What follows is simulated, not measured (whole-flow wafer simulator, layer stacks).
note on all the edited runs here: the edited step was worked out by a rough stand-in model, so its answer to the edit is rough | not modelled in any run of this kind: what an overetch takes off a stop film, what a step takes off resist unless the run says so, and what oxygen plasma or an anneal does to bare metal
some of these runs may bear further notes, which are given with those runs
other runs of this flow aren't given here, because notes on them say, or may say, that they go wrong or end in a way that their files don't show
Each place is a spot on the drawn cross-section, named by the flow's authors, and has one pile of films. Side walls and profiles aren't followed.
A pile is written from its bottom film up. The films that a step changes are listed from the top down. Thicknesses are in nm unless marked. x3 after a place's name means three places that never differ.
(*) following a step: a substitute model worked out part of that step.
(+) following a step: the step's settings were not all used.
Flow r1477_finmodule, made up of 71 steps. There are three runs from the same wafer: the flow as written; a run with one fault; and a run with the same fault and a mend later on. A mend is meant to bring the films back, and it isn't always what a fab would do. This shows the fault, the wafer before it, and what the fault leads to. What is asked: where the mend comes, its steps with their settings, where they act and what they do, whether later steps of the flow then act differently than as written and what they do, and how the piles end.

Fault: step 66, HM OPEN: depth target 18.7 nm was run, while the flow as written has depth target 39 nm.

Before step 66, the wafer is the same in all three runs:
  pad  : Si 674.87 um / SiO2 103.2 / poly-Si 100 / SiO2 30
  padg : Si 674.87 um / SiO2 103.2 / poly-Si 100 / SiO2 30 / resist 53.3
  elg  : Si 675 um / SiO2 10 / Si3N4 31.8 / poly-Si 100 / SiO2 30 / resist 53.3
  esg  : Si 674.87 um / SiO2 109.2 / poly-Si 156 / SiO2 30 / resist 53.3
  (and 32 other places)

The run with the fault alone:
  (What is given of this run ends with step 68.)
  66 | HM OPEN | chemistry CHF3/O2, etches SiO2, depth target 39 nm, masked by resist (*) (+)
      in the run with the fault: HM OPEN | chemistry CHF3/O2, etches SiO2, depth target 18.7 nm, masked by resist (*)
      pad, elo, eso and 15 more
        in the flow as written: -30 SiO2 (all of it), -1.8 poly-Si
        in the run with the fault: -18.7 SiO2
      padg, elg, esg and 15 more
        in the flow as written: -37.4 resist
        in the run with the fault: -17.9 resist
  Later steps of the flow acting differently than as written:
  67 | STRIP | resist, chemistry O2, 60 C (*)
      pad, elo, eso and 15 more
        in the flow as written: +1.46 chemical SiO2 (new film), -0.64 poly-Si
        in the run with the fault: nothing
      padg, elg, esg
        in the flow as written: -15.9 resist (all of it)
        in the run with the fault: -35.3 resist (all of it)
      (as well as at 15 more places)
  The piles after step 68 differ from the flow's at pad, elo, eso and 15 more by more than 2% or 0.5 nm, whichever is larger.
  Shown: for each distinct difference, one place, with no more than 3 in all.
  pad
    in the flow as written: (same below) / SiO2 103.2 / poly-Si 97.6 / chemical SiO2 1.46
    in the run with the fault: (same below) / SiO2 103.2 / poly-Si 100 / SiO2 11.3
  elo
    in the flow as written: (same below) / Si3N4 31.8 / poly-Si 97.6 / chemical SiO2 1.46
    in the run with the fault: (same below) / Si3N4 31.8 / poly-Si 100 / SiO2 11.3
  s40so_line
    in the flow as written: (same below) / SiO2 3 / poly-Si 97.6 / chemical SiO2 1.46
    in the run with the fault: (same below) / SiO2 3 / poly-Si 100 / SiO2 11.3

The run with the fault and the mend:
  After step 67 comes the mend.
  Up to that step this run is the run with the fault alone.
  67a | DEHYDRATE | 150 C, 120 s (the flow's step 59, run once more)
      does not change any film at any place that is followed
  67b | COAT | resist, thickness 70 nm (*) (the flow's step 60, run once more)
      e40lg, e100lg, e200lg, elo, e40lo, e100lo, e200lo
        +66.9 resist (new film)
      s40sg, s45sg, s40so, s45so
        +91 resist (new film)
      s40sg_line, s45sg_line, s40so_line, s45so_line
        +68.5 resist (new film)
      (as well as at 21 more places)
  67c | SOFTBAKE | 180 C, 180 s (*) (the flow's step 61, run once more)
      does not change any film at any place that is followed
  67d | EXPOSE | resist, photomask GATE (the flow's step 62, run once more)
      does not change any film at any place that is followed
  67e | DEVELOP (*) (the flow's step 63, run once more)
      elo, e40lo, e100lo, e200lo
        -66.9 resist (all of it)
      eso, e40so
        -129.5 resist (all of it)
      s40so, s45so
        -91 resist (all of it)
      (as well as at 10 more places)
  67f | DESCUM | chemistry O2, 20 C, 10 s (*) (the flow's step 65, run once more)
      padg, elg, esg and 15 more
        -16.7 resist
  67g | HM OPEN | chemistry CHF3/O2, etches SiO2, depth target 20.3 nm, masked by resist (*) (+) (the flow's step 66, run once more with other settings)
      pad, elo, eso and 15 more
        -11.3 SiO2 (all of it), -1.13 poly-Si
      padg, elg, esg and 15 more
        -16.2 resist
  67h | STRIP | resist, chemistry O2, 60 C (*) (the flow's step 67, run once more)
      pad, elo, eso and 15 more
        +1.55 chemical SiO2 (new film), -0.68 poly-Si
      e40lg, e100lg, e200lg
        -33.9 resist (all of it)
      elg, esg
        -37 resist (all of it)
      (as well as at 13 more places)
  None of the later steps of the flow differs from how it acts as written, at any place that is followed, by more than 2% or 0.5 nm, whichever is larger.
  When the end is reached, the piles differ only a little from the flow's at the places that both follow, at most by 2% or 0.5 nm, whichever is larger.
